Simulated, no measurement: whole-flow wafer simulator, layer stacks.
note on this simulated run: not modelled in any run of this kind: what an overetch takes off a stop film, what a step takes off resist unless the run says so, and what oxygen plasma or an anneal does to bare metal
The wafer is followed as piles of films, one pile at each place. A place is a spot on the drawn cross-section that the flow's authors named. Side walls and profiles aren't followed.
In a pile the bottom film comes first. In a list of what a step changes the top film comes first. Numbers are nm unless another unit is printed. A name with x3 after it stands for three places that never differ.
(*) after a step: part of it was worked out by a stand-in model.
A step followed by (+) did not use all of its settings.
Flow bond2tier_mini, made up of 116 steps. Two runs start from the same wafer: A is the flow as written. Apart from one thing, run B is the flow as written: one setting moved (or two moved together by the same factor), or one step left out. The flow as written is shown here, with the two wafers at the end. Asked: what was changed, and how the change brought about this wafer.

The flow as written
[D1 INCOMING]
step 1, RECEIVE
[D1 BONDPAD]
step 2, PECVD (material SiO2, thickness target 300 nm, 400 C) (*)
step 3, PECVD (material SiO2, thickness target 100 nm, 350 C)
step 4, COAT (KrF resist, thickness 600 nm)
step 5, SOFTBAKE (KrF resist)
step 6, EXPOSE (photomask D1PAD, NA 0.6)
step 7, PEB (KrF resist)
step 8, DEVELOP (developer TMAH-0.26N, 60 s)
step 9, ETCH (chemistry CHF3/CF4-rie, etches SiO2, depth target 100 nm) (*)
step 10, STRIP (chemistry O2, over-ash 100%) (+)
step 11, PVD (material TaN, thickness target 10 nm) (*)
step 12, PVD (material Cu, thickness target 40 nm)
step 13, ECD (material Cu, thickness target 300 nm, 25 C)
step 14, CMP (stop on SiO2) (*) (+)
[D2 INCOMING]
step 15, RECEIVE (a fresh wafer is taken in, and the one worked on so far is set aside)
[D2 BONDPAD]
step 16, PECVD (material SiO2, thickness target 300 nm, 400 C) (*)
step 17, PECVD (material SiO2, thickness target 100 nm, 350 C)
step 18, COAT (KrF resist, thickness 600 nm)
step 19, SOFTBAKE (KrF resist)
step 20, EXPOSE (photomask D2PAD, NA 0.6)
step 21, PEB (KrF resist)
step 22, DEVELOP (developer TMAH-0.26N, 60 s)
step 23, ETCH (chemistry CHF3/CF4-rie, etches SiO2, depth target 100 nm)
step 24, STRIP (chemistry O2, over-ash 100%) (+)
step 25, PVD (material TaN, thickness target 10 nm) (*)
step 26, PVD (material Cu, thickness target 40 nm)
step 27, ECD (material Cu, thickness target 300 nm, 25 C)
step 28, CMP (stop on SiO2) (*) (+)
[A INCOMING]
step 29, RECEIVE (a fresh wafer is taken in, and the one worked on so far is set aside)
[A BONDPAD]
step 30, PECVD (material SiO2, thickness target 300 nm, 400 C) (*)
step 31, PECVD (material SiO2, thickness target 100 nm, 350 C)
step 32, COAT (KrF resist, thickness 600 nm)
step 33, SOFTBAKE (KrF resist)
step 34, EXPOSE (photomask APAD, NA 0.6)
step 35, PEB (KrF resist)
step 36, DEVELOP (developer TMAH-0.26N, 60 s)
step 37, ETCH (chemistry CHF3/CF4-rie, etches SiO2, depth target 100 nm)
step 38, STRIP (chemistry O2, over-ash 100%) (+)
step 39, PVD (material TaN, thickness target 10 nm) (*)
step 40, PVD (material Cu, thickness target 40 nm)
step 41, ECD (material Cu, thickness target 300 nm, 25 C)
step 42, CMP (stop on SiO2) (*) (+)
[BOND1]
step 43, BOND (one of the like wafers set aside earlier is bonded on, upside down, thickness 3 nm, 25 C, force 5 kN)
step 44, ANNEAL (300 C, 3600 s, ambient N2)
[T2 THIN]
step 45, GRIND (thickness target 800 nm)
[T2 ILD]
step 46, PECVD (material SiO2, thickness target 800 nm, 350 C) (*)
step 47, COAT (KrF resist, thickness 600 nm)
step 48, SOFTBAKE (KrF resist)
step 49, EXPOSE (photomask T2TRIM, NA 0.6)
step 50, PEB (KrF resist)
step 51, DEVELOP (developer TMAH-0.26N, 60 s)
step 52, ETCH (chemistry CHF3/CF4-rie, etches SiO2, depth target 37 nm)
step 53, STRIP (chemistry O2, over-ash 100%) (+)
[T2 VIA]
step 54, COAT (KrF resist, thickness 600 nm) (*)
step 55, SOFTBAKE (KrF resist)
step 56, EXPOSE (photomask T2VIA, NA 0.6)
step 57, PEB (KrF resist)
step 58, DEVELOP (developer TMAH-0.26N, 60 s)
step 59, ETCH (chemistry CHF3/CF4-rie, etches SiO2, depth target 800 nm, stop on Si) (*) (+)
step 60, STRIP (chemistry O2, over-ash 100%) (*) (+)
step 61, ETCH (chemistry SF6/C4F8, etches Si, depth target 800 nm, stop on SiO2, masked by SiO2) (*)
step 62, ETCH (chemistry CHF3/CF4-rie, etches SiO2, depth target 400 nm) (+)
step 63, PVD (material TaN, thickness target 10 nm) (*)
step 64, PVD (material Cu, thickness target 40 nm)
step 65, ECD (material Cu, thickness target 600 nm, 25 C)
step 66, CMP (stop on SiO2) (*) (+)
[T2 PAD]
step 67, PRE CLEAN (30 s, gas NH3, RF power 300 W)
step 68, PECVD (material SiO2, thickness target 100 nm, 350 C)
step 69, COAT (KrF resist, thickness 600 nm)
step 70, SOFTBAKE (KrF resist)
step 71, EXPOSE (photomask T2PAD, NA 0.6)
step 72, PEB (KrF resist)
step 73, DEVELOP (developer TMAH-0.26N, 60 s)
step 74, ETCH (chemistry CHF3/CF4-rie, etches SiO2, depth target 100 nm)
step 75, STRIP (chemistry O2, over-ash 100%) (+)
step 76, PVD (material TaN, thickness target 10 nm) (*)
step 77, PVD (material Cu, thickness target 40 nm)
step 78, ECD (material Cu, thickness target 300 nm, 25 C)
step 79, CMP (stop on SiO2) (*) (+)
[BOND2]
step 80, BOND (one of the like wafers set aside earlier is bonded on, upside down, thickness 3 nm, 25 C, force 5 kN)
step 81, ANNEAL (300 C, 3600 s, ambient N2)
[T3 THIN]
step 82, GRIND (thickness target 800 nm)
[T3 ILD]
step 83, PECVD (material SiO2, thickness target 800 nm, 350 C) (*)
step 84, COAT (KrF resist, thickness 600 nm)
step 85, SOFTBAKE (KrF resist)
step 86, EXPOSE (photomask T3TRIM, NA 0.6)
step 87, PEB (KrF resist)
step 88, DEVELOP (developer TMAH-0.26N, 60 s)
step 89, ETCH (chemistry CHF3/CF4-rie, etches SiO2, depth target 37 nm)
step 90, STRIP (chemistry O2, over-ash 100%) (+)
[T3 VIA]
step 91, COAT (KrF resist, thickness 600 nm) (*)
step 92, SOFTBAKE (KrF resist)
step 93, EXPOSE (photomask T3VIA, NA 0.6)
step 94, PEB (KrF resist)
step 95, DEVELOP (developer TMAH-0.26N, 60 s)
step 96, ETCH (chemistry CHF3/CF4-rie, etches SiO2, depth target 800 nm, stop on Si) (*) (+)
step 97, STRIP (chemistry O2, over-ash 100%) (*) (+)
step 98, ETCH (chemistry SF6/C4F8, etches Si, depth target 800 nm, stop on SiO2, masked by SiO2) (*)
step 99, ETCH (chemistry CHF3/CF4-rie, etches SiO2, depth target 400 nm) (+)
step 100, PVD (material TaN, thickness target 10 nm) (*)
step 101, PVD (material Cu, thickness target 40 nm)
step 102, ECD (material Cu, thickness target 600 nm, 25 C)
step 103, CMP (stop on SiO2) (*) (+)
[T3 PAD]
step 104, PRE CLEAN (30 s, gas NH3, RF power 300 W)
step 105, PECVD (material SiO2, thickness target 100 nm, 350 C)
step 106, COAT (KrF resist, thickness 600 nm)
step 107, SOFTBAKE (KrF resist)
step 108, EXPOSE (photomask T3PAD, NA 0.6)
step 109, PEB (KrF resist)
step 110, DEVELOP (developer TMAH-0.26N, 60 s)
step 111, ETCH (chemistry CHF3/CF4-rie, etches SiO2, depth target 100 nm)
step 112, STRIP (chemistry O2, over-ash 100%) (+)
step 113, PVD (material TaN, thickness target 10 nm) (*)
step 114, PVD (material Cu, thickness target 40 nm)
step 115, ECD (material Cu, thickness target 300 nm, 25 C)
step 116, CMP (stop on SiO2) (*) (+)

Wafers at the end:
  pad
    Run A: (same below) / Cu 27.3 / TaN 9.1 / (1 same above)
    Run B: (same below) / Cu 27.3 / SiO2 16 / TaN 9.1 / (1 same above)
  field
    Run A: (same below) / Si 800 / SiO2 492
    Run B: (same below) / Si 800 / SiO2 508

What caused this: step 105, PECVD: thickness target 116 nm was run, whereas the flow has thickness target 100 nm.

Step by step, how the change led to this:
  step 105, PECVD (material SiO2, thickness target 100 nm, 350 C)
      field: A SiO2 gains 100 | B SiO2 gains 116
      pad: A SiO2 gains 100 (new film) | B SiO2 gains 116 (new film)
  step 111, ETCH (chemistry CHF3/CF4-rie, etches SiO2, depth target 100 nm)
      pad: A SiO2 loses 100 (all of it) | B SiO2 loses 100
If metal films that touch count as one body, pad has 4 bodies (between them, from the top down: SiO2 16; SiO2 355 / Si 800 / chemical SiO2 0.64 / SiO2 300; SiO2 355 / Si 800 / chemical SiO2 0.64 / SiO2 300); the flow as written gives 3 bodies (between them, from the top down: SiO2 355 / Si 800 / chemical SiO2 0.64 / SiO2 300; SiO2 355 / Si 800 / chemical SiO2 0.64 / SiO2 300).
